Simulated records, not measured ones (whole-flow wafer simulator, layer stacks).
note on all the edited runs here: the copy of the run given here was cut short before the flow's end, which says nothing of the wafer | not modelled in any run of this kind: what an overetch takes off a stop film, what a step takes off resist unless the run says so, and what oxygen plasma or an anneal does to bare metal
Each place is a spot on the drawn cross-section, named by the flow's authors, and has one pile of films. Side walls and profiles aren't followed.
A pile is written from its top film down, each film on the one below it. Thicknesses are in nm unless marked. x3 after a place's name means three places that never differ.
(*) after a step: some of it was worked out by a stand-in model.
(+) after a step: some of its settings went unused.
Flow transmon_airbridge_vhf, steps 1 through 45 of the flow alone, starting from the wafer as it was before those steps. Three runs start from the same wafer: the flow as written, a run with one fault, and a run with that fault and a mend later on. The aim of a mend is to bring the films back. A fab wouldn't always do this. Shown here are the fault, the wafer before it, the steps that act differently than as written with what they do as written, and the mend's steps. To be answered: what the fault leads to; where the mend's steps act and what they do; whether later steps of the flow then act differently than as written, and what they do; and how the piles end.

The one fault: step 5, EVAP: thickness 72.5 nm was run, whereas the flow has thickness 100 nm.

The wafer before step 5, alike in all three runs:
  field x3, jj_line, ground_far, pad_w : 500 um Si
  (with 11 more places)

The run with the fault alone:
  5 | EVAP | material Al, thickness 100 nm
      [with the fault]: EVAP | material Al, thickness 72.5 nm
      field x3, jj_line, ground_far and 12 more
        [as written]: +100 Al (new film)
        [with the fault]: +72.5 Al (new film)
  Later steps of the flow acting differently than as written (19 other steps are not shown; they differ only slightly, by no more than 2% or 0.5 nm, whichever is larger):
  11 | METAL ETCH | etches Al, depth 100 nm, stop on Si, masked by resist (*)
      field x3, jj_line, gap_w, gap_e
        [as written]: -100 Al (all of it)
        [with the fault]: -72.5 Al (all of it)
  The piles end different from the flow's at ground_far, pad_w, flank_w and 8 more by more than 2% or 0.5 nm, whichever is larger.
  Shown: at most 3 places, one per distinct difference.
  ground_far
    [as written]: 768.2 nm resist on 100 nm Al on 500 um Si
    [with the fault]: 768.2 nm resist on 72.5 nm Al on 500 um Si
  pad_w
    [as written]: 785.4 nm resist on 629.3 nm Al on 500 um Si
    [with the fault]: 786.6 nm resist on 601.8 nm Al on 500 um Si
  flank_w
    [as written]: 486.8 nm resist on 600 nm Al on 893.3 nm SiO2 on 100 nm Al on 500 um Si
    [with the fault]: 491.8 nm resist on 600 nm Al on 893.2 nm SiO2 on 72.5 nm Al on 500 um Si

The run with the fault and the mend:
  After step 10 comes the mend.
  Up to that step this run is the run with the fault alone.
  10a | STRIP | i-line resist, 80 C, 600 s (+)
      ground_far, pad_w, flank_w and 8 more
        -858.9 i-line resist (all of it)
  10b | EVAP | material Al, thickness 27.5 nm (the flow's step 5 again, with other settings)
      field x3, jj_line, ground_far and 12 more
        +27.5 Al
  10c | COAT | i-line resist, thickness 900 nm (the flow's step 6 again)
      field x3, jj_line, ground_far and 12 more
        +900 i-line resist (new film)
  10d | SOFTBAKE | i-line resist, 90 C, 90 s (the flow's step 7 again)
      leaves every film unchanged at each place that is followed
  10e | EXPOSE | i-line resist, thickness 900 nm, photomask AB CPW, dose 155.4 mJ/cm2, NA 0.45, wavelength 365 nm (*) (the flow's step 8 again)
      leaves every film unchanged at each place that is followed
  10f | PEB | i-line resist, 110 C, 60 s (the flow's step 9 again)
      field x3, jj_line, ground_far and 12 more
        -41 i-line resist
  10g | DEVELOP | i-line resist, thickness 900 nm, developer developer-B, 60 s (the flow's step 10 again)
      ground_far, pad_w, flank_w and 8 more
        -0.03 i-line resist
      field x3, jj_line, gap_w, gap_e
        -859 i-line resist (all of it)
  Every later step of the flow that is run acts as written at every place that is followed.
  By the end, the piles equal the flow's at every place that both follow.
